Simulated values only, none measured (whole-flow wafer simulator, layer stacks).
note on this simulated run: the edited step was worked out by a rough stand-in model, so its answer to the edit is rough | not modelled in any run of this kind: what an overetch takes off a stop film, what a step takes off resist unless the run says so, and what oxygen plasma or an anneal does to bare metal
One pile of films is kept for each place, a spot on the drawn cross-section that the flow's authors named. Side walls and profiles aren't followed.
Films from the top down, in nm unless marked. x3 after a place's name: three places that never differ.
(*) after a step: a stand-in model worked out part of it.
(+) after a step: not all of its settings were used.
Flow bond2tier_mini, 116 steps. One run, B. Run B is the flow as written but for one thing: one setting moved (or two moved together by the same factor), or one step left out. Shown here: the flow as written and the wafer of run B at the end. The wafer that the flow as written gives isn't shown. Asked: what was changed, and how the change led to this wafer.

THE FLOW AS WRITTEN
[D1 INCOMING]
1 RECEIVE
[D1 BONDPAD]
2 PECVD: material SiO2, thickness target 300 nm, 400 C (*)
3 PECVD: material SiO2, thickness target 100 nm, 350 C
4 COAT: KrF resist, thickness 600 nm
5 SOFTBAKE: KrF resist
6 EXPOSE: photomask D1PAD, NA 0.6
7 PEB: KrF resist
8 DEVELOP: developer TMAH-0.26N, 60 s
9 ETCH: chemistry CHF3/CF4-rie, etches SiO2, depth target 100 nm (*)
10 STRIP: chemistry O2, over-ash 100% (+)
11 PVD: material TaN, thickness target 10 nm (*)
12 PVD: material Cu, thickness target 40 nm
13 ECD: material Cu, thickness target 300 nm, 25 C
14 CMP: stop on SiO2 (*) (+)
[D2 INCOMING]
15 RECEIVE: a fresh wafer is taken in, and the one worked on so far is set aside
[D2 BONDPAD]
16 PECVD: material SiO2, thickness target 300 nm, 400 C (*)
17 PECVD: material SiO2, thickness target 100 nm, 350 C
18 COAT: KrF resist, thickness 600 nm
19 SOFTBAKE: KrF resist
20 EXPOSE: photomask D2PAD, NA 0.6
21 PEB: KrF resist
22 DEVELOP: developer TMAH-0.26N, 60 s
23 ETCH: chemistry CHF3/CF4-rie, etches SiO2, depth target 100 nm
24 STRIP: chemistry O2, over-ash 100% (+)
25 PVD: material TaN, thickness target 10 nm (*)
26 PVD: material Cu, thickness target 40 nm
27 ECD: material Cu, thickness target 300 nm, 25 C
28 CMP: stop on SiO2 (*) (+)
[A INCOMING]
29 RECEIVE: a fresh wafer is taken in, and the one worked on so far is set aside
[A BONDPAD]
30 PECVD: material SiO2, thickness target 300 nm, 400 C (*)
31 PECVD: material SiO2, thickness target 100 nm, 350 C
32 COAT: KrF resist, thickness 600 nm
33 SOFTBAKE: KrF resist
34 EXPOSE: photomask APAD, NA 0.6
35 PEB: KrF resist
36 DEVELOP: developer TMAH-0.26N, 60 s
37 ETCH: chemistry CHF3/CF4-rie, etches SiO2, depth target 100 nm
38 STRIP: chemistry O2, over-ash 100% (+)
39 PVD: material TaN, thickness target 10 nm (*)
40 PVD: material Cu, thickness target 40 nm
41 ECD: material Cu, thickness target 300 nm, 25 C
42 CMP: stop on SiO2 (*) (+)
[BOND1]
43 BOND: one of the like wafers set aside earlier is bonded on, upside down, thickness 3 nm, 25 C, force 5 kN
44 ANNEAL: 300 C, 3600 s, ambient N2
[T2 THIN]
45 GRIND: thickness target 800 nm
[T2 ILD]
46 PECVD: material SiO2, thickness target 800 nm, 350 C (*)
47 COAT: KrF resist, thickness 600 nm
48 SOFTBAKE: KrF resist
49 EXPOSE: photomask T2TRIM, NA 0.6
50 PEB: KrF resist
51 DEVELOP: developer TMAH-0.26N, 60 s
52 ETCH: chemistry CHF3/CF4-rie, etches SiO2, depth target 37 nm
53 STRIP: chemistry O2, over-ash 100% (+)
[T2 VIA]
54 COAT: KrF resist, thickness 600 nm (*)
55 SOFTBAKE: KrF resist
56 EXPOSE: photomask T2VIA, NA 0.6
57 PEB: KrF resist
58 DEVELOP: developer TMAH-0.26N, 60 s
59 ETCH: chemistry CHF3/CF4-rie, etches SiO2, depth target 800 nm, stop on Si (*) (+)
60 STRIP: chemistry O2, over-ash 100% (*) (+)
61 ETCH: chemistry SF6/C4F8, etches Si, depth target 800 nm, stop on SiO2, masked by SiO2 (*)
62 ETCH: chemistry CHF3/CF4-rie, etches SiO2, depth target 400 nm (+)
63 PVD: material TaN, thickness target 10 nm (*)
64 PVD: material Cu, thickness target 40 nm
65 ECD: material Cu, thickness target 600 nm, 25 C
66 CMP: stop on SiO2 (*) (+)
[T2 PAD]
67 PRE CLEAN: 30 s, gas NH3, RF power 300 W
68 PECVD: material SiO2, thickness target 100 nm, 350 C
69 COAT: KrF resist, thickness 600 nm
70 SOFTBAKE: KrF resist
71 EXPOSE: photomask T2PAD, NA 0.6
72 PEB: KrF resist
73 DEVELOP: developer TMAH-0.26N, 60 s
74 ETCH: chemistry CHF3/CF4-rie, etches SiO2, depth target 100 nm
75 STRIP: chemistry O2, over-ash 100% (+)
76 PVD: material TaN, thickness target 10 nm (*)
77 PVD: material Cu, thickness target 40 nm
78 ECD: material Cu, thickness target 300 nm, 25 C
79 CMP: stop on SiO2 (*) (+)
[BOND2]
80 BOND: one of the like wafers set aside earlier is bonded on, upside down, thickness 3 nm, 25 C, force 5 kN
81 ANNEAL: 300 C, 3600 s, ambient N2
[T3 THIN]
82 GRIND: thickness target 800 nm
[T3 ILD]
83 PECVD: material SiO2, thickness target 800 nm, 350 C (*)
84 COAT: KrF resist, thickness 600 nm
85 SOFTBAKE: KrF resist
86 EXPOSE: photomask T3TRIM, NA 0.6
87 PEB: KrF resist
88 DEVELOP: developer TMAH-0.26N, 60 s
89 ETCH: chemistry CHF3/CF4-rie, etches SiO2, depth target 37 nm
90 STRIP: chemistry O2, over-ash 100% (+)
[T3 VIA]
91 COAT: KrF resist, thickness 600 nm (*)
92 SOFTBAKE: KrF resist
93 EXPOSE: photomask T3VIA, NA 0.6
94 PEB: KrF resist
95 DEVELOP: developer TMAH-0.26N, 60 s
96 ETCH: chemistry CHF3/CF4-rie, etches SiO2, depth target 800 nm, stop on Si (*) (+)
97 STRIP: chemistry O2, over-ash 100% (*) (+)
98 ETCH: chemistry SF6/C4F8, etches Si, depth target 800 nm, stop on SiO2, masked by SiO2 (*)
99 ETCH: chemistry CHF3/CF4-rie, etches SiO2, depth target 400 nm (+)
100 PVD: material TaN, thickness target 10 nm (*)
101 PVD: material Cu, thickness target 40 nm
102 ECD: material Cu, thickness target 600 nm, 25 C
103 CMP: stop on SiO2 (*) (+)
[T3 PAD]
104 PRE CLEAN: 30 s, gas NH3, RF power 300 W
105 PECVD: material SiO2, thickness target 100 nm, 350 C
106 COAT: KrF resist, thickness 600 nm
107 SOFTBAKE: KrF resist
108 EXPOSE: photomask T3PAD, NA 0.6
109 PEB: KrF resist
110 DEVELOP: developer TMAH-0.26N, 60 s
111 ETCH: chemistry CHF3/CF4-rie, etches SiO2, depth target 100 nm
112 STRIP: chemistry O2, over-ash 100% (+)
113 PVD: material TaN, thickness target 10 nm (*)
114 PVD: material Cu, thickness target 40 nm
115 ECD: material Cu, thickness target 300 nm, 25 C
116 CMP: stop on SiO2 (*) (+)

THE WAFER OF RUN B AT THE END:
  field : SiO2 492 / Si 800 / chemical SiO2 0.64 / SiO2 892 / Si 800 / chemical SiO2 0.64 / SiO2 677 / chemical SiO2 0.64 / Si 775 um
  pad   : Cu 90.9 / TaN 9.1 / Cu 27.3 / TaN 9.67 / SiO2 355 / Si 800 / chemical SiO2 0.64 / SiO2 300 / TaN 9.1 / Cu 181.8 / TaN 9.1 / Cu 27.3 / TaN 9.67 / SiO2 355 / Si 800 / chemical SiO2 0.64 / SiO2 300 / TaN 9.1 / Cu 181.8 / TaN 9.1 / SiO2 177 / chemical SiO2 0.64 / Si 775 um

The cause: step 30, PECVD: thickness target 177 nm was run, where the flow has thickness target 300 nm.
It can be read off the wafer: pad has SiO2 177, and step 30 as written asks for 300 nm.

How the change led to this, step by step:
  30 PECVD: material SiO2, thickness target 300 nm, 400 C (*)
      field, pad, via: SiO2 +177 (new film) (as written it would be: SiO2 +300 (new film))
